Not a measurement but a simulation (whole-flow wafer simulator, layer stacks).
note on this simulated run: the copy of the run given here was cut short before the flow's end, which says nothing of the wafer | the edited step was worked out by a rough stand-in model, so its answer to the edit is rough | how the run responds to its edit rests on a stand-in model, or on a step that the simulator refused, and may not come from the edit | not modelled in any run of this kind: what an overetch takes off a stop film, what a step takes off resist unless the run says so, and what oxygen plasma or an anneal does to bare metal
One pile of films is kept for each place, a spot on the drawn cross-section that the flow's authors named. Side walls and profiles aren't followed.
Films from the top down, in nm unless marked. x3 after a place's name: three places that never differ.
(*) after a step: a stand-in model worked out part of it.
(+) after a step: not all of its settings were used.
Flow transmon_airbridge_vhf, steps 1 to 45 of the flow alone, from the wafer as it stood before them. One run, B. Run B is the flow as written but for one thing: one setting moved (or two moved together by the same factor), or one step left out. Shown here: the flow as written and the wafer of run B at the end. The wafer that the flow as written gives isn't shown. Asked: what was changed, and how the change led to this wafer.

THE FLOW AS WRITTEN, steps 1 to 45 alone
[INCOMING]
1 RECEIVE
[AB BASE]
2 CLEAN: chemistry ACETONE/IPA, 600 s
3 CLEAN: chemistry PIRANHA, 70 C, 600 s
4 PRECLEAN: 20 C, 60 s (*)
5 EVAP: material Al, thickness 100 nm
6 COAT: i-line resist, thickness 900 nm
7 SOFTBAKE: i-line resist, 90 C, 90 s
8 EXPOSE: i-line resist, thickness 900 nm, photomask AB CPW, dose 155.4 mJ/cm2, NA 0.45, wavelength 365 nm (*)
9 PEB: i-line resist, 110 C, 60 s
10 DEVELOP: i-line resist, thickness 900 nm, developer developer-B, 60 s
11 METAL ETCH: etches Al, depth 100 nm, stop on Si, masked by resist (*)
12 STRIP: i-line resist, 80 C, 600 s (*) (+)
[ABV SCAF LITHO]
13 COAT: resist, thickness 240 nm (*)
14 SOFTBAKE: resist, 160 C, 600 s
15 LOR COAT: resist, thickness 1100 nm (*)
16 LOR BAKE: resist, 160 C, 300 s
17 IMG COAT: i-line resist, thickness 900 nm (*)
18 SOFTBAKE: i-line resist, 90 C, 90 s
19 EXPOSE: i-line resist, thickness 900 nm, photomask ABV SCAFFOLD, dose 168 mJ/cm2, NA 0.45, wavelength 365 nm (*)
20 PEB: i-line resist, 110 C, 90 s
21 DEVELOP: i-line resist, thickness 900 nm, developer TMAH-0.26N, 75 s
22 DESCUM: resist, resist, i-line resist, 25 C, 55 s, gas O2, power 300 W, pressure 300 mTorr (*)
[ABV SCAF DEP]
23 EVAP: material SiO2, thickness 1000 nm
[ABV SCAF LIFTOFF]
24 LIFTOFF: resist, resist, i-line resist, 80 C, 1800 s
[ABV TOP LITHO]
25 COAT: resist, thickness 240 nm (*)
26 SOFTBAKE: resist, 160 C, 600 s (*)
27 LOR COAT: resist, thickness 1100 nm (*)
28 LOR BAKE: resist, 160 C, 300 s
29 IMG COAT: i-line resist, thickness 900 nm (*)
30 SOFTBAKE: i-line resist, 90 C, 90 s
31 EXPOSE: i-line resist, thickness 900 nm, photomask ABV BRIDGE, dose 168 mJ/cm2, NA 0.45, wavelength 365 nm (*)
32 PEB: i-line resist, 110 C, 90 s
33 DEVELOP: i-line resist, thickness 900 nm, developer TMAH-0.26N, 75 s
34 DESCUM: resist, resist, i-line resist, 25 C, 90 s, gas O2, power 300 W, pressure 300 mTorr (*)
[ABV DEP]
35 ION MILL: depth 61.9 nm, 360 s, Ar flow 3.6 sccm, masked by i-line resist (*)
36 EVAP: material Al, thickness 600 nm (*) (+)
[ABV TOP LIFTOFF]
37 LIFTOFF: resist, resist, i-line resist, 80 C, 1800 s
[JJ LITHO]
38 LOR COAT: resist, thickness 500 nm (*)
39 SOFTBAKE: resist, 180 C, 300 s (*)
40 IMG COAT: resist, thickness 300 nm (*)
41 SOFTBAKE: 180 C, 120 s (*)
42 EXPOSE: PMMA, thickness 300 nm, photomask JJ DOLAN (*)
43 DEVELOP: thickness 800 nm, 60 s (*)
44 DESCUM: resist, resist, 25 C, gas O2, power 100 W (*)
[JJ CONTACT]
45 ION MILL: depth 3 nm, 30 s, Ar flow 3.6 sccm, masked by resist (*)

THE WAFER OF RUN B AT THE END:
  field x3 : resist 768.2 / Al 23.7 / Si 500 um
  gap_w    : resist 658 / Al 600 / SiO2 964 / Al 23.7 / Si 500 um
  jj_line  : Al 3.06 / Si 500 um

The cause: step 11, METAL ETCH: depth 76.3 nm was run, where the flow has depth 100 nm.

How the change led to this, step by step:
  11 METAL ETCH: etches Al, depth 100 nm, stop on Si, masked by resist (*)
      field x3, jj_line, gap_w, gap_e: Al -76.3 (as written it would be: Al -100 (all of it))
      ground_far, pad_w, flank_w and 8 more: i-line resist -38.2 (as written it would be: i-line resist -50)
  45 ION MILL: depth 3 nm, 30 s, Ar flow 3.6 sccm, masked by resist (*)
      jj_line: Al -20.6 (as written it would be: Si -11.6)
Counting metal films that touch as one body, field x3 has 1 body; the flow as written gives 0 bodies.
Counting metal films that touch as one body, gap_w has 2 bodies (between them, from the top down: SiO2 964); the flow as written gives 1 body.
Counting metal films that touch as one body, jj_line has 1 body; the flow as written gives 0 bodies.
